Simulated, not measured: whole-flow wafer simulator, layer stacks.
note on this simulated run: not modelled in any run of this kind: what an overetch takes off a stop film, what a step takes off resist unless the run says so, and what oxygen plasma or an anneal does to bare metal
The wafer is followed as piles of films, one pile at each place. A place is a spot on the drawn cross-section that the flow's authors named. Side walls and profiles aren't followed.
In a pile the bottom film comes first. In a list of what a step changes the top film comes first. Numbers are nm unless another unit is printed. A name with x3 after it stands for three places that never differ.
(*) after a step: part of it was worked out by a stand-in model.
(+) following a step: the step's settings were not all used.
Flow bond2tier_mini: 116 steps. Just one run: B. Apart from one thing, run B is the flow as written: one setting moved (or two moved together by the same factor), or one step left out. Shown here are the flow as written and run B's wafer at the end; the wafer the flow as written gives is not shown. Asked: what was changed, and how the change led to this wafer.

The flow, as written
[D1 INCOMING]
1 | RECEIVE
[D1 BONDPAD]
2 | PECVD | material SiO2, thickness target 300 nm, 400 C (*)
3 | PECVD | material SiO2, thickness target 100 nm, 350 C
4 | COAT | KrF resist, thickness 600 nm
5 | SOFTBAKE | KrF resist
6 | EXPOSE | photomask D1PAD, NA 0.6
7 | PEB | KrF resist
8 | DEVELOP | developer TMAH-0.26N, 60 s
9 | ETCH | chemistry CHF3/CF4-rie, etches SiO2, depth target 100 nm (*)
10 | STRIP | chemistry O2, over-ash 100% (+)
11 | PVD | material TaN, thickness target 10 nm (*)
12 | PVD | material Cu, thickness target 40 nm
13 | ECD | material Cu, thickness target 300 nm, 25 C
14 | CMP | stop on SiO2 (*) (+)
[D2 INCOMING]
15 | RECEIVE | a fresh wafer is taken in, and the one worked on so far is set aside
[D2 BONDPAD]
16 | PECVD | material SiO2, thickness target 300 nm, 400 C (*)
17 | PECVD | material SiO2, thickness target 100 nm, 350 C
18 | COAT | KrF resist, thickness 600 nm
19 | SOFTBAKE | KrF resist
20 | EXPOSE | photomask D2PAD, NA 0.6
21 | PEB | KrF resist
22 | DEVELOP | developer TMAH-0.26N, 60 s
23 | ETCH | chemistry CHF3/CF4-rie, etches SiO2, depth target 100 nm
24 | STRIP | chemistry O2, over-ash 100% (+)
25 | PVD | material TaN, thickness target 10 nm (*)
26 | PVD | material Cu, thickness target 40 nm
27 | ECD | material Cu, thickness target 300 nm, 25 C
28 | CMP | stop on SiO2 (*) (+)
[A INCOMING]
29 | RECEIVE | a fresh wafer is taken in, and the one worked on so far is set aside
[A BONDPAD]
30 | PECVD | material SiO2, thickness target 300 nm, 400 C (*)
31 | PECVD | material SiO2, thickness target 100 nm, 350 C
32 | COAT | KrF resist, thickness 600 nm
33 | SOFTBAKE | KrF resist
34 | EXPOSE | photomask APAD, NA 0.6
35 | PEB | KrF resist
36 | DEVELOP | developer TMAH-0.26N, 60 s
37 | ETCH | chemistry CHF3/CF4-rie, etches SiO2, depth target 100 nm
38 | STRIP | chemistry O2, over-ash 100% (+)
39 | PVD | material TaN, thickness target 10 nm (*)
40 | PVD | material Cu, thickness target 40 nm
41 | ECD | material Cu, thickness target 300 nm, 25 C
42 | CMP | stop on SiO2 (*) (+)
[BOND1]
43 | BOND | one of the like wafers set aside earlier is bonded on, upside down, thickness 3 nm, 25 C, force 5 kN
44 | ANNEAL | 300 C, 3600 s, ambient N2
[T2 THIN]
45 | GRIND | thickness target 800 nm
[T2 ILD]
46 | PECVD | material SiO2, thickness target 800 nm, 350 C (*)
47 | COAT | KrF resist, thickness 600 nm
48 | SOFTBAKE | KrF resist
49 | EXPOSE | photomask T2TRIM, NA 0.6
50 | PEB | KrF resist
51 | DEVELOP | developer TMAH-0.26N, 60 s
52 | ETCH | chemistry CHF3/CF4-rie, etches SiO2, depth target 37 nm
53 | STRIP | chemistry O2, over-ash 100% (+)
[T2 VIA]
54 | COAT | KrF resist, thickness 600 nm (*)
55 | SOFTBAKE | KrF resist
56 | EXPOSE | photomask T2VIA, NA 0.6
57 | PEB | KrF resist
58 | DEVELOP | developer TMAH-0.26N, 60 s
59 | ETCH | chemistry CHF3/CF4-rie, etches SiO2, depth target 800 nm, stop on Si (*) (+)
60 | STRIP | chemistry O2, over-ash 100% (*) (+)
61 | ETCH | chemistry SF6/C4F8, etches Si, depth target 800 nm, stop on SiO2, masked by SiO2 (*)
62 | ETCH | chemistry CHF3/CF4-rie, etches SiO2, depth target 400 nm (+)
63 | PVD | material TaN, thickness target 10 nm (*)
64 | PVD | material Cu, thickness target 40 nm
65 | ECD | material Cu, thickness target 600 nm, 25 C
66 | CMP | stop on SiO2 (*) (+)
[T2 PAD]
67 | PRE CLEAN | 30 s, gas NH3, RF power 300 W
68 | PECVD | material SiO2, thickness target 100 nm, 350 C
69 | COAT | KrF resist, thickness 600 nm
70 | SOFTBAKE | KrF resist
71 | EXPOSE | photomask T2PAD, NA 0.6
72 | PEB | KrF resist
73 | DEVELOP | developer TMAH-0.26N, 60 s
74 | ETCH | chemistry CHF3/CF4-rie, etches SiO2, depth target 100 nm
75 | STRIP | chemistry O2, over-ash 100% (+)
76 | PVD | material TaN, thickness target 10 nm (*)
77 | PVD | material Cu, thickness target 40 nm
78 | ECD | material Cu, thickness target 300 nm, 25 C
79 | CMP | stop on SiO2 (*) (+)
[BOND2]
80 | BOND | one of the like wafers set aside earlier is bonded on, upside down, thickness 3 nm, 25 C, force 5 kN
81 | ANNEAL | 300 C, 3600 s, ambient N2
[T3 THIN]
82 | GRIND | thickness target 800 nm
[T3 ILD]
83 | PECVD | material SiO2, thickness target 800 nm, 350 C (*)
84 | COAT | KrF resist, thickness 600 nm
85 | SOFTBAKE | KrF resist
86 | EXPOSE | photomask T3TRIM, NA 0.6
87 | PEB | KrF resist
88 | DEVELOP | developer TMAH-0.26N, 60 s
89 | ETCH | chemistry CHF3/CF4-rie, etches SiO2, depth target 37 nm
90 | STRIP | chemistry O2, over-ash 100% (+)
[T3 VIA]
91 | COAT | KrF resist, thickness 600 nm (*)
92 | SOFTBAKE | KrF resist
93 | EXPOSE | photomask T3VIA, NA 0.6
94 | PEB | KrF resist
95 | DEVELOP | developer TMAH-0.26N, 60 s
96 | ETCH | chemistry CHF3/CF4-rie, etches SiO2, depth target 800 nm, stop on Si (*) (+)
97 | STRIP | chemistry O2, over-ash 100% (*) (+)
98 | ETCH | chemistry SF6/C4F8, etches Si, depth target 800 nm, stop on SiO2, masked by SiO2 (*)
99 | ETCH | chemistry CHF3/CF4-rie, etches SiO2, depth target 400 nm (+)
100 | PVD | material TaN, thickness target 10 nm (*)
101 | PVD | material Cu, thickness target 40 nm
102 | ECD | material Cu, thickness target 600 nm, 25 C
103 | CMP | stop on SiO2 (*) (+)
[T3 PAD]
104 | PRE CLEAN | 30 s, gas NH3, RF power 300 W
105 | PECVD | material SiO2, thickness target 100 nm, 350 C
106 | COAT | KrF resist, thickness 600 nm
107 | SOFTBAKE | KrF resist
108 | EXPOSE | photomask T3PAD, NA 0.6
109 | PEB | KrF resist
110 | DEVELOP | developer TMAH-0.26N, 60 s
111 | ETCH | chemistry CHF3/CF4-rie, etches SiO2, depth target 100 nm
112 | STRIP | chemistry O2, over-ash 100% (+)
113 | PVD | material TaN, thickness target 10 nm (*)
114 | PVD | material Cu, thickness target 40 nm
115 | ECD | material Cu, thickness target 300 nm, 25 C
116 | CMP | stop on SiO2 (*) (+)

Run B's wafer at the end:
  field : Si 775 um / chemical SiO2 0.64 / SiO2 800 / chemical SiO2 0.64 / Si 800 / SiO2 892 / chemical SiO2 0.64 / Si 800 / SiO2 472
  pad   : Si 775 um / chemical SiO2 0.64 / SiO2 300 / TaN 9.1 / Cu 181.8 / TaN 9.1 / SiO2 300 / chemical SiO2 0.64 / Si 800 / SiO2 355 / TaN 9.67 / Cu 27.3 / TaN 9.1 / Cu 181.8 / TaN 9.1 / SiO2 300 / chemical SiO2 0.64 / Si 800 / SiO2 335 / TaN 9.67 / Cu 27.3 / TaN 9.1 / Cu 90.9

The reason: step 99, ETCH: depth target 420 nm was run, though the flow has depth target 400 nm.

Step by step, how the change led to this:
  99 | ETCH | chemistry CHF3/CF4-rie, etches SiO2, depth target 400 nm (+)
      field, pad: SiO2 loses 420 (it would be, as written: SiO2 loses 400)
